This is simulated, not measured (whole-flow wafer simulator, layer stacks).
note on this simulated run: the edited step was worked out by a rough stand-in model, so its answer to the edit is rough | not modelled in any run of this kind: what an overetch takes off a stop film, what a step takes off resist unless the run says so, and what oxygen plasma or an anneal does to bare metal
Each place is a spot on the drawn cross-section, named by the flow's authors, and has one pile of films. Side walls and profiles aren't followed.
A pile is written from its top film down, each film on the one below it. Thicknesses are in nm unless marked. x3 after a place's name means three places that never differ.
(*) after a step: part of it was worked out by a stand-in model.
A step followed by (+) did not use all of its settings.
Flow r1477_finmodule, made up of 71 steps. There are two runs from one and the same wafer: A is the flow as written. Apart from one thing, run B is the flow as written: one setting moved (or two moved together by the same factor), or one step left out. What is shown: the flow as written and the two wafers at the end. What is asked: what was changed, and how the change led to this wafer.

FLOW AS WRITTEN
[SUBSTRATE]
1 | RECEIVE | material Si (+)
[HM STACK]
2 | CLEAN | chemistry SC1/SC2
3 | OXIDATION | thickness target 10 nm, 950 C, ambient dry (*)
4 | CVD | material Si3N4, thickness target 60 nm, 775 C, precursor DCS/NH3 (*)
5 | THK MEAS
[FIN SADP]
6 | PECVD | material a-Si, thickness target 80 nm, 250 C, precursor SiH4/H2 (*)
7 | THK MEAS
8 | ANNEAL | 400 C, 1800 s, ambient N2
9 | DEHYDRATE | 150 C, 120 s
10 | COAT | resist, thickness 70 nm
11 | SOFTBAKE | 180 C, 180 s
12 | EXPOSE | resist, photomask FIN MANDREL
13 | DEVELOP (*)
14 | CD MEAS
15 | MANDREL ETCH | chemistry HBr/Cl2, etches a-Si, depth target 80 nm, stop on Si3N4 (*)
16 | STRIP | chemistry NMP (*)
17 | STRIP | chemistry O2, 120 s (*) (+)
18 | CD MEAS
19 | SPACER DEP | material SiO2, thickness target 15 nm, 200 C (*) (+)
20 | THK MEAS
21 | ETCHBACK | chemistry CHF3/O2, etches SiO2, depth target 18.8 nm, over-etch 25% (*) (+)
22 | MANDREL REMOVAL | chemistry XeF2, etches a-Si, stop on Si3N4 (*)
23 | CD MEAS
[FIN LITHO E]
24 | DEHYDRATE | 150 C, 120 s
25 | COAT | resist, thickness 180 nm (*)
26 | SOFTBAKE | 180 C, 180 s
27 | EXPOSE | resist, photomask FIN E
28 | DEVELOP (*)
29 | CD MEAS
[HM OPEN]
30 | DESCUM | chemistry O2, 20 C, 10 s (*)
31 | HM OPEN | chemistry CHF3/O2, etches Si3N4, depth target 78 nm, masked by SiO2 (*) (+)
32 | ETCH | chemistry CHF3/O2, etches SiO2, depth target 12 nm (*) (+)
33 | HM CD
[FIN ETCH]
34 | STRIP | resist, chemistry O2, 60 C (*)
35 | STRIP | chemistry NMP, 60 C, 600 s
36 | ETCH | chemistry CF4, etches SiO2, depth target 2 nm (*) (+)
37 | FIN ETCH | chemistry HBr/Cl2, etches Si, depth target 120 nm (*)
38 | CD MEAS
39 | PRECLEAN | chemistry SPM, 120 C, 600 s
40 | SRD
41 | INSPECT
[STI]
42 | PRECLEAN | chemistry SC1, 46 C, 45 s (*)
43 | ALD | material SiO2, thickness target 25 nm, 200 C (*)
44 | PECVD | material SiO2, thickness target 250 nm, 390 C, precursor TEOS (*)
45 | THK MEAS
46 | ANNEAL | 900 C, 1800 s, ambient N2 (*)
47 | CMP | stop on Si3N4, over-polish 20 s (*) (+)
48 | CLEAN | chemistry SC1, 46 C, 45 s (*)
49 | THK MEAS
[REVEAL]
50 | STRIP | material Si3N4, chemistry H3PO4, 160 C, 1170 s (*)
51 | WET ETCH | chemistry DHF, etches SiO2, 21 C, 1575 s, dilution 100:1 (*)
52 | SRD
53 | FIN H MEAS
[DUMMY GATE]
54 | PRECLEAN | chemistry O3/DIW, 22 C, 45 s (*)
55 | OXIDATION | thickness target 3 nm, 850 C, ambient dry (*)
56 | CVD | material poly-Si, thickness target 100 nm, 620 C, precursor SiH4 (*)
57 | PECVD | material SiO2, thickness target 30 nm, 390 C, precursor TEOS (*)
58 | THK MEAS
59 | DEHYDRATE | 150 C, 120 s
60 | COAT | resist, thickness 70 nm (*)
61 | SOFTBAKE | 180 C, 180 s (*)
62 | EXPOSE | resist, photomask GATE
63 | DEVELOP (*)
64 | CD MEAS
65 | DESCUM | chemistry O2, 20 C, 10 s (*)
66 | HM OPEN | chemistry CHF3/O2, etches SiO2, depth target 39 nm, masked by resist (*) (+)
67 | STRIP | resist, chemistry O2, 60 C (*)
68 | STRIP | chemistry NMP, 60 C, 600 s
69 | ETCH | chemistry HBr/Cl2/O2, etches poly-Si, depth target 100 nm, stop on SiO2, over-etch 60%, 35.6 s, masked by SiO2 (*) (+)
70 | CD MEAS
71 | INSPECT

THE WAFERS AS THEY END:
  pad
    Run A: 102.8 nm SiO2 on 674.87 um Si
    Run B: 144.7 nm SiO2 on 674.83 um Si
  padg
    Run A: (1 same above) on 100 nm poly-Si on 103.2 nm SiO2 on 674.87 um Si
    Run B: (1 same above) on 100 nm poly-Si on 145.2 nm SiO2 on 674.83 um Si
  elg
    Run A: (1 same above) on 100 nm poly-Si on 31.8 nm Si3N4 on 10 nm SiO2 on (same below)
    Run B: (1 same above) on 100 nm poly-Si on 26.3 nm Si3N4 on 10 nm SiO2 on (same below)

The reason: step 37, FIN ETCH: depth target 162 nm was run, whereas the flow has depth target 120 nm.

How this came from the change, step by step:
  37 | FIN ETCH | chemistry HBr/Cl2, etches Si, depth target 120 nm (*)
      pad, padg, esg and 19 more: A Si loses 120 | B Si loses 162
      elg, e40lg, e100lg, e200lg, elo, e40lo, e100lo, e200lo: A Si3N4 loses 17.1 | B Si3N4 loses 23.1
      (and at 6 other places as well)
  43 | ALD | material SiO2, thickness target 25 nm, 200 C (*)
      s40cg, s45cg, s50cg, s40co, s45co, s50co: A SiO2 gains 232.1 (new film) | B SiO2 gains 270.9 (new film)
      esg: A SiO2 gains 194.3 (new film) | B SiO2 gains 230.3 (new film)
  47 | CMP | stop on Si3N4, over-polish 20 s (*) (+)
      pad, padg, e40sg and 11 more: A SiO2 loses 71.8 | B SiO2 loses 29.8
      elg, esg, e40lg and 6 more: A SiO2 loses 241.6 | B SiO2 loses 235.6
      (and at 1 other place as well)
  51 | WET ETCH | chemistry DHF, etches SiO2, 21 C, 1575 s, dilution 100:1 (*)
      elg, e40lg, e100lg, e200lg, elo, e40lo, e100lo, e200lo: A SiO2 loses 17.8 (all of it), Si3N4 loses 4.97 | B SiO2 loses 23.8 (all of it), Si3N4 loses 4.48
  56 | CVD | material poly-Si, thickness target 100 nm, 620 C, precursor SiH4 (*)
      esg: A poly-Si gains 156 (new film) | B poly-Si gains 150.6 (new film)
  60 | COAT | resist, thickness 70 nm (*)
      e40sg, eso, e40so: A resist gains 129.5 (new film) | B resist gains 124.3 (new film)
      e100sg, e100so: A resist gains 129.4 (new film) | B resist gains 124.2 (new film)
      (and at 2 other places as well)
  63 | DEVELOP (*)
      eso, e40so: A resist loses 129.5 (all of it) | B resist loses 124.3 (all of it)
      e100so: A resist loses 129.4 (all of it) | B resist loses 124.2 (all of it)
      (and at 1 other place as well)
  67 | STRIP | resist, chemistry O2, 60 C (*)
      e40sg: A resist loses 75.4 (all of it) | B resist loses 70.2 (all of it)
      e100sg: A resist loses 75.3 (all of it) | B resist loses 70.1 (all of it)
      (and at 1 other place as well)
